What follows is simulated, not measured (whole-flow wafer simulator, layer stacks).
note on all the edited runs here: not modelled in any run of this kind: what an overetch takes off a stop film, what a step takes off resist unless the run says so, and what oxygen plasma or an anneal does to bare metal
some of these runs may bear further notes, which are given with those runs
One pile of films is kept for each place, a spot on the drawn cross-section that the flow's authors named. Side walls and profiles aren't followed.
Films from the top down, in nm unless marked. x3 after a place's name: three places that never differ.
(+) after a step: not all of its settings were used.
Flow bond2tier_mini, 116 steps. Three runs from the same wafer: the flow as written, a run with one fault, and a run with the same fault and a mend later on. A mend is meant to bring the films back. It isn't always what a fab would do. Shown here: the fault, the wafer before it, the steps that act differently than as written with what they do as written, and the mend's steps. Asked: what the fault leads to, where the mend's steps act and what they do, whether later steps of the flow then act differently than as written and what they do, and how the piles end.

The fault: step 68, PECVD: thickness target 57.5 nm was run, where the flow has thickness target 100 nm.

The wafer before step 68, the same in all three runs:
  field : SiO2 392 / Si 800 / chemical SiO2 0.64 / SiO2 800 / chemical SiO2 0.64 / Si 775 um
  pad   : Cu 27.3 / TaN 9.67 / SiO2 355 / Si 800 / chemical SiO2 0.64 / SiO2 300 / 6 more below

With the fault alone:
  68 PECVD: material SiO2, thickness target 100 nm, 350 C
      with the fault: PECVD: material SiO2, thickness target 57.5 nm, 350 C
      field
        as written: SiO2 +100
        with the fault: SiO2 +57.5
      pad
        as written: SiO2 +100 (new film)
        with the fault: SiO2 +57.5 (new film)
  Later steps of the flow that act differently than as written (2 more steps differ only slightly, by at most 2% or 0.5 nm, whichever is larger, and aren't shown):
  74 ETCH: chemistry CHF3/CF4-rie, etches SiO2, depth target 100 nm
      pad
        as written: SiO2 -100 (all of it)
        with the fault: SiO2 -57.5 (all of it), Cu -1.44
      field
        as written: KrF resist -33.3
        with the fault: KrF resist -28.8
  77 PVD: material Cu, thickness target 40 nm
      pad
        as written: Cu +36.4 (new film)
        with the fault: Cu +37.9 (new film)
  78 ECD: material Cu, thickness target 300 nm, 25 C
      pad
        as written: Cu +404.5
        with the fault: Cu +361.6
  At the end the piles differ from the flow's by more than 2% or 0.5 nm, whichever is larger, at field, pad.
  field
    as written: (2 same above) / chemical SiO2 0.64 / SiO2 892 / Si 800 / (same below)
    with the fault: (2 same above) / chemical SiO2 0.64 / SiO2 849.5 / Si 800 / (same below)
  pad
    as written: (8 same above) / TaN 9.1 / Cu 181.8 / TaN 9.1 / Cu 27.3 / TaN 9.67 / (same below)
    with the fault: (8 same above) / TaN 9.1 / Cu 140.3 / TaN 9.51 / Cu 25.9 / TaN 9.67 / (same below)

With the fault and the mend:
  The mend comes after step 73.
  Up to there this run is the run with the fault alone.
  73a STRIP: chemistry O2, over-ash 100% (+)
      field
        KrF resist -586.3 (all of it)
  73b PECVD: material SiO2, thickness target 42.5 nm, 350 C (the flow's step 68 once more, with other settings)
      field, pad
        SiO2 +42.5
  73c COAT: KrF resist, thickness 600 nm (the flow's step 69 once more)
      field, pad
        KrF resist +600 (new film)
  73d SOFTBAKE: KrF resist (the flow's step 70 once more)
      changes no film at any place that is followed
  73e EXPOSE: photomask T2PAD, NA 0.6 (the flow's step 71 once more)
      changes no film at any place that is followed
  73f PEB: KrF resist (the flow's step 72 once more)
      changes no film at any place that is followed
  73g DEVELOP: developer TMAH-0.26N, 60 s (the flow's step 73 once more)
      field
        KrF resist -13.7
      pad
        KrF resist -600 (all of it)
  No later step of the flow acts differently than as written at any place that is followed.
  At the end the piles are the same as the flow's at every place that both follow.
